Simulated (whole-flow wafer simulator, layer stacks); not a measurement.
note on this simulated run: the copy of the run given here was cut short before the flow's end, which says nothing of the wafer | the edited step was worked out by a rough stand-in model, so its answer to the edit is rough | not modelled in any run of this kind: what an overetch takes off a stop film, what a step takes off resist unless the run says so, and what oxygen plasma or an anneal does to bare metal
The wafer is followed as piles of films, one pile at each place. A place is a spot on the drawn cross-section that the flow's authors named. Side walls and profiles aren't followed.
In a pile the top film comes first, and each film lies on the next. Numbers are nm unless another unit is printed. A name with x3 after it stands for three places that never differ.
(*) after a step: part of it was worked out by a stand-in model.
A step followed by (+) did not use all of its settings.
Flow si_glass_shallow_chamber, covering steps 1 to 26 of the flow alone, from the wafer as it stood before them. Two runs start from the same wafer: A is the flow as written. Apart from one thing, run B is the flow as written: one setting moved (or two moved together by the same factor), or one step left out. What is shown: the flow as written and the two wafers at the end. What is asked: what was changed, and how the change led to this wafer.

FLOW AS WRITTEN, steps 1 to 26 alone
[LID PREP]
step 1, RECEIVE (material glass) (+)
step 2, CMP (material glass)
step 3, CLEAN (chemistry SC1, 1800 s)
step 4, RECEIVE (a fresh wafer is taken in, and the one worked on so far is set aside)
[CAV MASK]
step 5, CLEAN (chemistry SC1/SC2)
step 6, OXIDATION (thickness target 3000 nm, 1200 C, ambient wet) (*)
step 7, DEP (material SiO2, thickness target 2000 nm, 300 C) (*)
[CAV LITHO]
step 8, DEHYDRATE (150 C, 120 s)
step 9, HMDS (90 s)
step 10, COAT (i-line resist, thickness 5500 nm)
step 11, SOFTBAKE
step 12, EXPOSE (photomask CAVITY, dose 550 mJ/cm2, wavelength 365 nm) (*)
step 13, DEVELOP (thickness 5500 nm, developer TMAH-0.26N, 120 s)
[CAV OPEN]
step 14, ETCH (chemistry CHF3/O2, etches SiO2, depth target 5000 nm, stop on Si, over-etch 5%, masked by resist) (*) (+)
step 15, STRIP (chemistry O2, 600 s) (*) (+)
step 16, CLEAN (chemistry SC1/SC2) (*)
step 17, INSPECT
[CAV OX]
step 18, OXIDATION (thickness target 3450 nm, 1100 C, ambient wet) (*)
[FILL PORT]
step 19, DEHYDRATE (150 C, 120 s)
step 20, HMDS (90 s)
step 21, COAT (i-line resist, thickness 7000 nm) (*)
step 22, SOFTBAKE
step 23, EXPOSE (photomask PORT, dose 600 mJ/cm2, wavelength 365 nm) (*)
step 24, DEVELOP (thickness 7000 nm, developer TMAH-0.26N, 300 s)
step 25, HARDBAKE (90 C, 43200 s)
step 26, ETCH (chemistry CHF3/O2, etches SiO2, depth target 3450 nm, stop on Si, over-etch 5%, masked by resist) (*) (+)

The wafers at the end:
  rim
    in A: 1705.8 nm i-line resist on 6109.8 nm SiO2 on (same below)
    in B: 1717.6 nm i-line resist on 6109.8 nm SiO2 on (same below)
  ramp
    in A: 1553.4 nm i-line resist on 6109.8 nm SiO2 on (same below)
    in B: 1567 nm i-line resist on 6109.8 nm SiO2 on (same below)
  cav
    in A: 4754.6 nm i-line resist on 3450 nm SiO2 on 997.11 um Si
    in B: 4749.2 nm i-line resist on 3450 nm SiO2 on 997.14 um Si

What caused this: step 14, ETCH: over-etch 2.63% was run, whereas the flow has over-etch 5%.

The path from the change to this, step by step:
  step 14, ETCH (chemistry CHF3/O2, etches SiO2, depth target 5000 nm, stop on Si, over-etch 5%, masked by resist) (*) (+)
      rim, ramp, septum, ring: A -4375 i-line resist | B -4276.2 i-line resist
      cav, port: A -5000 SiO2 (all of it), -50 Si | B -5000 SiO2 (all of it), -26.3 Si
  step 15, STRIP (chemistry O2, 600 s) (*) (+)
      rim, ramp, septum, ring: A -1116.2 i-line resist (all of it) | B -1214.9 i-line resist (all of it)
